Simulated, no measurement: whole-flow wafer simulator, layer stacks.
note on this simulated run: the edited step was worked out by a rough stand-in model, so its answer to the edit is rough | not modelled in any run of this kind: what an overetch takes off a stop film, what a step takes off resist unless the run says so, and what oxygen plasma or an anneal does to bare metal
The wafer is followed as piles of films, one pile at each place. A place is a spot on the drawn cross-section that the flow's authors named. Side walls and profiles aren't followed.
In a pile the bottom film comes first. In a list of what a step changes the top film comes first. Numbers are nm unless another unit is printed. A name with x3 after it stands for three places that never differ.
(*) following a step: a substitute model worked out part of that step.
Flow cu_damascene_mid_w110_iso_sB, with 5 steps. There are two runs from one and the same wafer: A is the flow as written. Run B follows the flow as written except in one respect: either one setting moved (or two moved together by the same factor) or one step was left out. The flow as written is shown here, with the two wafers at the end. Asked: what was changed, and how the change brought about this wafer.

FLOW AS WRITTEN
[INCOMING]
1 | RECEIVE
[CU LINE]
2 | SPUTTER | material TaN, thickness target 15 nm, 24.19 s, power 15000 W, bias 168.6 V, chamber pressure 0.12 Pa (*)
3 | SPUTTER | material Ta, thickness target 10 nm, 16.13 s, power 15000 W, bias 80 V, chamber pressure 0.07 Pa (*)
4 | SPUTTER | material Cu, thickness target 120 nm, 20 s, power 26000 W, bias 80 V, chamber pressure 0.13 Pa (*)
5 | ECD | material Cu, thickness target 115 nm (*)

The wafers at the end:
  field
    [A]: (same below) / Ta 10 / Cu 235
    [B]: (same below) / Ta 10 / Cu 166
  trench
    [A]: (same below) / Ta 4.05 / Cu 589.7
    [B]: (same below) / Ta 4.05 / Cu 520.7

What caused this: step 5, ECD: thickness target 46 nm was run, whereas the flow has thickness target 115 nm.

The path from the change to this, step by step:
  5 | ECD | material Cu, thickness target 115 nm (*)
      field: A Cu gains 115 | B Cu gains 46
      trench: A Cu gains 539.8 | B Cu gains 470.8
